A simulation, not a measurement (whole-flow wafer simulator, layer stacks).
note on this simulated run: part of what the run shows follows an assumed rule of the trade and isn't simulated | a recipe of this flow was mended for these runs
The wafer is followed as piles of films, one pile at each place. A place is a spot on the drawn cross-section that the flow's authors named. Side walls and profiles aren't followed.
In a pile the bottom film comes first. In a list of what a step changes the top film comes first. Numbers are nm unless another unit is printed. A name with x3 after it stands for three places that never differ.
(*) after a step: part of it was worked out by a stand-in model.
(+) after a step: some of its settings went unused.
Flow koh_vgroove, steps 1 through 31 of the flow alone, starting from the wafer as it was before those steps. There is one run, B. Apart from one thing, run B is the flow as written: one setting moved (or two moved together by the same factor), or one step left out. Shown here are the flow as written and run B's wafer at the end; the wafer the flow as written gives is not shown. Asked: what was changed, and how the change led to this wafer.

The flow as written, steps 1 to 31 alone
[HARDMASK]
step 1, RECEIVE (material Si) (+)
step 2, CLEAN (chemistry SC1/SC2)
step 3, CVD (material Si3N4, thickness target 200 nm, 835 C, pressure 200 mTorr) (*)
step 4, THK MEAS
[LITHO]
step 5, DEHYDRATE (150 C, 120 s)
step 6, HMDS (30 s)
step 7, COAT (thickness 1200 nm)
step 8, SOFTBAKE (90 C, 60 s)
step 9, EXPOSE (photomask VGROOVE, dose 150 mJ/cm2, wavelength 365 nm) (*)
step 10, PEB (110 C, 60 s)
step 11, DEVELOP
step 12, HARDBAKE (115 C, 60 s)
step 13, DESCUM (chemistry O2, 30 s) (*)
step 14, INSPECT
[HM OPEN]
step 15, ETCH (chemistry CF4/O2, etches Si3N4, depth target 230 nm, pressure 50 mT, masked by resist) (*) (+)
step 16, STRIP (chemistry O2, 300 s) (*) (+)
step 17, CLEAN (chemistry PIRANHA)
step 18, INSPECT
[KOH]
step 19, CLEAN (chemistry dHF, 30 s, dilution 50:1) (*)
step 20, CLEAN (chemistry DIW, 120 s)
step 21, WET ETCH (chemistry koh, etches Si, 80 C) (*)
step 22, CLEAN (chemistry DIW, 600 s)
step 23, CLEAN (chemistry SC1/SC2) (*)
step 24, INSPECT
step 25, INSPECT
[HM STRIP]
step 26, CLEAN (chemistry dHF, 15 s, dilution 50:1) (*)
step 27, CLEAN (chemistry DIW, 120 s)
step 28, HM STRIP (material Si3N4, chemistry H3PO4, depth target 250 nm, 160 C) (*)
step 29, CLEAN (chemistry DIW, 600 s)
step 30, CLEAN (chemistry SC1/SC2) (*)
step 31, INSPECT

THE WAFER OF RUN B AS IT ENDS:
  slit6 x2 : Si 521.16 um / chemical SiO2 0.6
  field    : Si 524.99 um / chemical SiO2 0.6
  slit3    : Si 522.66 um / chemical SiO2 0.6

Cause: step 3, CVD: thickness target 128 nm was run, whereas the flow has thickness target 200 nm.

How this came from the change, step by step:
  step 3, CVD (material Si3N4, thickness target 200 nm, 835 C, pressure 200 mTorr) (*)
      field, slit3, slit2, slit6 x2: Si3N4 gains 128 (new film) (as written it would have been: Si3N4 gains 200 (new film))
  step 15, ETCH (chemistry CF4/O2, etches Si3N4, depth target 230 nm, pressure 50 mT, masked by resist) (*) (+)
      slit3, slit2, slit6 x2: Si3N4 loses 128 (all of it), chemical SiO2 loses 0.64 (all of it), Si loses 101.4 (as written it would have been: Si3N4 loses 200 (all of it), chemical SiO2 loses 0.64 (all of it), Si loses 29.4)
  step 28, HM STRIP (material Si3N4, chemistry H3PO4, depth target 250 nm, 160 C) (*)
      field: Si3N4 loses 126.7 (all of it), chemical SiO2 loses 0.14, Si loses 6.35 (as written it would have been: Si3N4 loses 198.7 (all of it), chemical SiO2 loses 0.14, Si loses 2.75)
